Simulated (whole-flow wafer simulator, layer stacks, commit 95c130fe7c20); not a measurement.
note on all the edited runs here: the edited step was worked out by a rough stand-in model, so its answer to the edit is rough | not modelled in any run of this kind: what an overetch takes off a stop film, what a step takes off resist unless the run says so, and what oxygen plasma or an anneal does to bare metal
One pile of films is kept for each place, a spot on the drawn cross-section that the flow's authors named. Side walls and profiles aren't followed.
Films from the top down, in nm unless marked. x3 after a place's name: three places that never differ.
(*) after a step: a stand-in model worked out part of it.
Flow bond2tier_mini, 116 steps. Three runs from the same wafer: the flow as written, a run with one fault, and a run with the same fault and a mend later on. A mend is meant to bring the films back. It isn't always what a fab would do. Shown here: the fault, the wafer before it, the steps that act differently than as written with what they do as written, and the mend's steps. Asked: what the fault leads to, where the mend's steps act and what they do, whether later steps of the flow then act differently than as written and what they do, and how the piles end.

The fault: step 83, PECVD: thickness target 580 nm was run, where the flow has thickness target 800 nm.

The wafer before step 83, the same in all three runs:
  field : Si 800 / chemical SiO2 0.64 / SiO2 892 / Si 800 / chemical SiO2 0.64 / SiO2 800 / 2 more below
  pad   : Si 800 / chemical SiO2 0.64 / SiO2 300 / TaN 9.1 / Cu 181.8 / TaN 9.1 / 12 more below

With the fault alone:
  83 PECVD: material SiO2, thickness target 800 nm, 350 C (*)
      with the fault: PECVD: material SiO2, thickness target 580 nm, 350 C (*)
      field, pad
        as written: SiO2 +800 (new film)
        with the fault: SiO2 +580 (new film)
  No later step of the flow acts differently than as written at any place that is followed.
  At the end the piles differ from the flow's by more than 2% or 0.5 nm, whichever is larger, at field, pad.
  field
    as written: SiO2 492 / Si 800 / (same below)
    with the fault: SiO2 272 / Si 800 / (same below)
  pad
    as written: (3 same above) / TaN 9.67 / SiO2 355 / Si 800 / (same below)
    with the fault: (3 same above) / TaN 9.67 / SiO2 135 / Si 800 / (same below)

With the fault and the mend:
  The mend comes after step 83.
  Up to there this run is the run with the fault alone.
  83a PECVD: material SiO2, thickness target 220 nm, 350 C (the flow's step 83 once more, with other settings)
      field, pad
        SiO2 +220
  No later step of the flow acts differently than as written at any place that is followed.
  At the end the piles are the same as the flow's at every place that both follow.
